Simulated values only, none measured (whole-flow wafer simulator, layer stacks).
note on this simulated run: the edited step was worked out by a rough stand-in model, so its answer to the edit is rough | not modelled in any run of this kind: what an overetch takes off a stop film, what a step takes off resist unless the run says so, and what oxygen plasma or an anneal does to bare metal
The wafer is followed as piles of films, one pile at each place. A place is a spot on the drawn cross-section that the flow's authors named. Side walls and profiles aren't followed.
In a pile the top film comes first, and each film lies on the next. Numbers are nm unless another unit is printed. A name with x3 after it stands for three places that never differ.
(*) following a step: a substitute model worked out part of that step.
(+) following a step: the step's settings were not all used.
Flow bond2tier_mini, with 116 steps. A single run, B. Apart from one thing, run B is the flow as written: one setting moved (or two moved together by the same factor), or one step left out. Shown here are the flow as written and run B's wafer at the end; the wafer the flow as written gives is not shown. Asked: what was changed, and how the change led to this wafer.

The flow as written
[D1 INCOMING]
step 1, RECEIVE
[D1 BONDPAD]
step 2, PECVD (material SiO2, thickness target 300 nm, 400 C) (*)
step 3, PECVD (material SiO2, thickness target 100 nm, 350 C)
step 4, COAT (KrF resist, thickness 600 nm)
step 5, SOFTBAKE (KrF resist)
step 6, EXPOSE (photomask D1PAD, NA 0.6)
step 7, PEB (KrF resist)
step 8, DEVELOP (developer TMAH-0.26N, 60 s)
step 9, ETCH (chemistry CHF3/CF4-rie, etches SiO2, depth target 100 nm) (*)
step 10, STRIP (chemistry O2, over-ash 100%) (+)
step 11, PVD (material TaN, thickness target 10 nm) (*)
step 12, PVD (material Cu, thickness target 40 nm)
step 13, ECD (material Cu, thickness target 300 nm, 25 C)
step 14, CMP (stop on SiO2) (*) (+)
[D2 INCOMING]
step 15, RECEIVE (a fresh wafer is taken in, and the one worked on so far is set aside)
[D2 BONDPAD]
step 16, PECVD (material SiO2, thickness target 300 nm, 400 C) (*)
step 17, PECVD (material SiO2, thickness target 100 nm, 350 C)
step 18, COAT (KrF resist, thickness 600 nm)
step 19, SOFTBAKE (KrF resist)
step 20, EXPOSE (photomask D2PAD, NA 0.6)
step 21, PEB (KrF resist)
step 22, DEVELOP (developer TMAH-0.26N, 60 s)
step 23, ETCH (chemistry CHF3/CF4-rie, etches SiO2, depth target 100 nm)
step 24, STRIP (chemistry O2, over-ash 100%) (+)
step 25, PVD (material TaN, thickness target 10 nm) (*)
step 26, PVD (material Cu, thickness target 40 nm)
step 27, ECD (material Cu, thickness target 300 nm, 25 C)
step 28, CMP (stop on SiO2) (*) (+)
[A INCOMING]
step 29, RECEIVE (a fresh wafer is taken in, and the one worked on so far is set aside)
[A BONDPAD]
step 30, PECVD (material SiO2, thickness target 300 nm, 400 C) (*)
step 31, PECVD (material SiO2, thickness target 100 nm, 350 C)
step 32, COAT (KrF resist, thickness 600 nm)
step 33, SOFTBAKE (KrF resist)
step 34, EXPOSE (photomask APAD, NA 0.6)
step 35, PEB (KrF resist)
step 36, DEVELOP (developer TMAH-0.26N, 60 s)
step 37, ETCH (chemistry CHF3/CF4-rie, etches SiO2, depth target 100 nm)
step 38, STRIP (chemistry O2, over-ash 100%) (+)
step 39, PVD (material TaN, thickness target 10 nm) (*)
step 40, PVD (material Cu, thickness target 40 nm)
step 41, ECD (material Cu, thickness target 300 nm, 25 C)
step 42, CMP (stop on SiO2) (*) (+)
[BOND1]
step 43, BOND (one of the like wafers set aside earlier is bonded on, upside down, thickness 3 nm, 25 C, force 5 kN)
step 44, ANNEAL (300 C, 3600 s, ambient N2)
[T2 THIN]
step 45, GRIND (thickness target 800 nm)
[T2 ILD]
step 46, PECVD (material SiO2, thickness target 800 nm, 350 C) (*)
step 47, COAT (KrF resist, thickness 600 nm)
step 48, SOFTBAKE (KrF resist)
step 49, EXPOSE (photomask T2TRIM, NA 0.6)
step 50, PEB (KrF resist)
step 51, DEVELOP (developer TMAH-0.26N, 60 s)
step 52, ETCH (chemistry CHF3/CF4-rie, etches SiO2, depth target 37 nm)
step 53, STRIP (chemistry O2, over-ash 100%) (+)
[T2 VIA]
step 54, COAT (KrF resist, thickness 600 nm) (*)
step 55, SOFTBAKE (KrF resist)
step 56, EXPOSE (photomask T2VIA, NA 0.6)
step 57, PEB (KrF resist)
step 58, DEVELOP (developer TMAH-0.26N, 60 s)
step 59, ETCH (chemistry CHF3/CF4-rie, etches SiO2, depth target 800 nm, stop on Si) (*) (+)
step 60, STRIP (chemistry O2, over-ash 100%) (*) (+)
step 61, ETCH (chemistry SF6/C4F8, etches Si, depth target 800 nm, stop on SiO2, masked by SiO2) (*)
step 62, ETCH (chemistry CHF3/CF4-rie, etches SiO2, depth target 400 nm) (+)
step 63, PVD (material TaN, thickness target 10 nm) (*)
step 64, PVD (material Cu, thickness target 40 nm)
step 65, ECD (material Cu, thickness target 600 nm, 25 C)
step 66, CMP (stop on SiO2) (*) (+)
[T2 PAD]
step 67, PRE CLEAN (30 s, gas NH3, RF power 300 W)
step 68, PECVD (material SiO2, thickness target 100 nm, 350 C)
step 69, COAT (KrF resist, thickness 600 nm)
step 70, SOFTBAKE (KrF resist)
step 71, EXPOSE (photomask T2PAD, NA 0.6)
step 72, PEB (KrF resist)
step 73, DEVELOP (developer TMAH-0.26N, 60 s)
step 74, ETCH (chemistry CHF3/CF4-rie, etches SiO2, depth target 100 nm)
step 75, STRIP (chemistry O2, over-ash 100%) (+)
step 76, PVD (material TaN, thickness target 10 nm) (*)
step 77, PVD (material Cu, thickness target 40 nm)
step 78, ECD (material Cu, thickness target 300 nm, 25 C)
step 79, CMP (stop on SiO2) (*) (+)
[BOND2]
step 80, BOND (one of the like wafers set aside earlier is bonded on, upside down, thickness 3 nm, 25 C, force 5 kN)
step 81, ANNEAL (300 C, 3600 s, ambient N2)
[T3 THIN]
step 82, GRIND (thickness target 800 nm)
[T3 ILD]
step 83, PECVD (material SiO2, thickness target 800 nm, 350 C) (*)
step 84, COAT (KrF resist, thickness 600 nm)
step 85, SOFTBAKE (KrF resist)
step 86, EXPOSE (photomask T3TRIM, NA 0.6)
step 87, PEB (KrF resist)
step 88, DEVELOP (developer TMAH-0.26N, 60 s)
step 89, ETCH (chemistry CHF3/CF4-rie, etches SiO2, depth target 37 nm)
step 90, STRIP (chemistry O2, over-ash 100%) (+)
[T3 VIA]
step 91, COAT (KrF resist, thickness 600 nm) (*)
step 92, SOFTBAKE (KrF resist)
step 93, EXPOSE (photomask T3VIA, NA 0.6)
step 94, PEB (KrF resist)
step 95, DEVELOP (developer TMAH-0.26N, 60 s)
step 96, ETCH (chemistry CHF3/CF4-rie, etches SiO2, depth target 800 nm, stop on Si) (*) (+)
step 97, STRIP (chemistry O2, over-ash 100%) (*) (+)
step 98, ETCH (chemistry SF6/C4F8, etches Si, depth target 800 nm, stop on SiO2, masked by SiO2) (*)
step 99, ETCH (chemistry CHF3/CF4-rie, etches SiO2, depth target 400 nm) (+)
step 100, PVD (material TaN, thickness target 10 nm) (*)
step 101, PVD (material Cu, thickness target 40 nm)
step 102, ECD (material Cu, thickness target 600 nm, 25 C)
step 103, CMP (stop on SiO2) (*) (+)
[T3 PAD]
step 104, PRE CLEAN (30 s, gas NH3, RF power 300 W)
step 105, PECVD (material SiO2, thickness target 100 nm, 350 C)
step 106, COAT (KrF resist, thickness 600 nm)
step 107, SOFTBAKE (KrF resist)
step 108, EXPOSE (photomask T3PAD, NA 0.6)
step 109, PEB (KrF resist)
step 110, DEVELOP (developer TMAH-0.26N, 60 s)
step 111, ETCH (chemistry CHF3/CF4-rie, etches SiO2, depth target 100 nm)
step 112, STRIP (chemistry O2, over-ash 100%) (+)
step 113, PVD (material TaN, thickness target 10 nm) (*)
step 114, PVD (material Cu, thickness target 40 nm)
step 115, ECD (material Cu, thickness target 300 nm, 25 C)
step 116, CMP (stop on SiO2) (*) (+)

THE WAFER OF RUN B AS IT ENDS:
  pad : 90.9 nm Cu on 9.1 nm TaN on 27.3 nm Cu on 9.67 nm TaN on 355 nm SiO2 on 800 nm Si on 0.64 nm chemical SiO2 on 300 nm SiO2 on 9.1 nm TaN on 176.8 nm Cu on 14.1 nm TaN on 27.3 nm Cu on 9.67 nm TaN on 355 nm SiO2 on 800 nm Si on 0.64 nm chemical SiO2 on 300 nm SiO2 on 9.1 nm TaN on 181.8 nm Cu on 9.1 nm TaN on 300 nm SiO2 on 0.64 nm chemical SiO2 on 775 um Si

Cause: step 76, PVD: thickness target 15.5 nm was run, while the flow as written has thickness target 10 nm.

The path from the change to this, step by step:
  step 76, PVD (material TaN, thickness target 10 nm) (*)
      field: TaN gains 15.5 (new film) (in the flow as written it would be: TaN gains 10 (new film))
      pad: TaN gains 14.1 (new film) (in the flow as written it would be: TaN gains 9.1 (new film))
  step 79, CMP (stop on SiO2) (*) (+)
      field: Cu loses 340 (all of it), TaN loses 15.5 (all of it) (in the flow as written it would be: Cu loses 340 (all of it), TaN loses 10 (all of it))
